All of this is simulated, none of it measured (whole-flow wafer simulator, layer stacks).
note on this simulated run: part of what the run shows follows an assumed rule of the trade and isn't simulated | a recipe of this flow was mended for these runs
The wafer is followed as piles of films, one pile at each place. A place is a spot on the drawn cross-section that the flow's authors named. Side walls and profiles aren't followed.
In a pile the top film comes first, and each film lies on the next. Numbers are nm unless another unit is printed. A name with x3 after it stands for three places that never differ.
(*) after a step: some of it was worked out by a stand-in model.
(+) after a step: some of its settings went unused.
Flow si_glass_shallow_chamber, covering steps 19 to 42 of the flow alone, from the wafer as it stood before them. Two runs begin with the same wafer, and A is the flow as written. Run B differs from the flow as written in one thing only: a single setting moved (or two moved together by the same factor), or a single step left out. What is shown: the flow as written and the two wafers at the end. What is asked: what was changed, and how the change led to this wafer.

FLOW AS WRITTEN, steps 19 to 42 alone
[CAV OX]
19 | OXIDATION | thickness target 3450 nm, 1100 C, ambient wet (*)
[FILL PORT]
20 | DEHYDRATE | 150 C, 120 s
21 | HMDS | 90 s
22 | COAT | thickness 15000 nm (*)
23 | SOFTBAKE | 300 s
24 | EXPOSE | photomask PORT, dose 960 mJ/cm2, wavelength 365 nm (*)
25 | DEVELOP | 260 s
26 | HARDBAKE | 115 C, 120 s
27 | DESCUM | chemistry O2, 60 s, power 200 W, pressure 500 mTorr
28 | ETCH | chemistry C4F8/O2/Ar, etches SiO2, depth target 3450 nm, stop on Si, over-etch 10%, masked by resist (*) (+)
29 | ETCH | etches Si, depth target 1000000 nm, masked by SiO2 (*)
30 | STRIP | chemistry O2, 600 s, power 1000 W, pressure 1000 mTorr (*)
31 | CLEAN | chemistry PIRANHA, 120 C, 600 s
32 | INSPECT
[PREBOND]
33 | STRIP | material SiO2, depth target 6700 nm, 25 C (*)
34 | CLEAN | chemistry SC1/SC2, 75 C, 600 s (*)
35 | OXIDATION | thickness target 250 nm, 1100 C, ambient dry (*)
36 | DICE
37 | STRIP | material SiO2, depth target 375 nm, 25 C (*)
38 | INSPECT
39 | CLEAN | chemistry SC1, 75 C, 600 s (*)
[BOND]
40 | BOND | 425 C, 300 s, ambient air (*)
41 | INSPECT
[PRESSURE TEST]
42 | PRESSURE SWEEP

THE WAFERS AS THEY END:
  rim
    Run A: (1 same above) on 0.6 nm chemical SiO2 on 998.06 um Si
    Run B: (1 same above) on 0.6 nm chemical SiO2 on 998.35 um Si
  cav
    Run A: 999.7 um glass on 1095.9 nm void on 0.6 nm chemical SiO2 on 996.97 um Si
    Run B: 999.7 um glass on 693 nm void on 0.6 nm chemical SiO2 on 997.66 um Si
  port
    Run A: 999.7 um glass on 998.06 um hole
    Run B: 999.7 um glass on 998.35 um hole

Cause: step 19, OXIDATION: 935 C was run, whereas the flow has 1100 C.

Step by step, how the change led to this:
  19 | OXIDATION | thickness target 3450 nm, 1100 C, ambient wet (*)
      rim, ramp, septum, ring: A SiO2 gains 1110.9, Si loses 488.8 | B SiO2 gains 451.5, Si loses 198.7
      cav, port: A SiO2 gains 3450 (new film), chemical SiO2 loses 0.6 (all of it), Si loses 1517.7 | B SiO2 gains 1874.8 (new film), chemical SiO2 loses 0.6 (all of it), Si loses 824.6
  22 | COAT | thickness 15000 nm (*)
      rim: A thick-i-line-resist gains 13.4 um (new film) | B thick-i-line-resist gains 13.19 um (new film)
      ramp: A thick-i-line-resist gains 12.89 um (new film) | B thick-i-line-resist gains 12.61 um (new film)
      (also at 4 further places)
  23 | SOFTBAKE | 300 s
      rim: A thick-i-line-resist loses 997 | B thick-i-line-resist loses 1142.5
      ramp: A thick-i-line-resist loses 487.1 | B thick-i-line-resist loses 564.9
      (also at 4 further places)
  25 | DEVELOP | 260 s
      port: A thick-i-line-resist loses 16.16 um (all of it) | B thick-i-line-resist loses 16.31 um (all of it)
  26 | HARDBAKE | 115 C, 120 s
      rim, ramp: A thick-i-line-resist loses 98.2 | B thick-i-line-resist loses 94
  28 | ETCH | chemistry C4F8/O2/Ar, etches SiO2, depth target 3450 nm, stop on Si, over-etch 10%, masked by resist (*) (+)
      rim, ramp, cav, septum, ring: A thick-i-line-resist loses 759 | B thick-i-line-resist loses 412.5
      port: A SiO2 loses 3450 (all of it), Si loses 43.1 | B SiO2 loses 1874.8 (all of it), Si loses 240
  29 | ETCH | etches Si, depth target 1000000 nm, masked by SiO2 (*)
      port: A hole gains 997.05 um (new film), Si loses 997.05 um (all of it) | B hole gains 997.54 um (new film), Si loses 997.54 um (all of it)
      septum: A thick-i-line-resist loses 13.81 um (all of it), SiO2 loses 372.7 | B thick-i-line-resist loses 14.12 um (all of it), SiO2 loses 203.8
      (also at 1 further place)
  30 | STRIP | chemistry O2, 600 s, power 1000 W, pressure 1000 mTorr (*)
      cav: A thick-i-line-resist loses 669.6 (all of it) | B thick-i-line-resist loses 1171.9 (all of it)
  33 | STRIP | material SiO2, depth target 6700 nm, 25 C (*)
      rim, ramp: A SiO2 loses 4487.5 (all of it) | B SiO2 loses 3826 (all of it)
      cav: A SiO2 loses 3450 (all of it) | B SiO2 loses 1874.8 (all of it)
      (also at 2 further places)
  40 | BOND | 425 C, 300 s, ambient air (*)
      cav: A glass gains 999.7 um (new film), void gains 1095.9 (new film) | B glass gains 999.7 um (new film), void gains 693 (new film)
      port: A glass gains 999.7 um (new film), hole gains 1017.3 | B glass gains 999.7 um (new film), hole gains 811.2
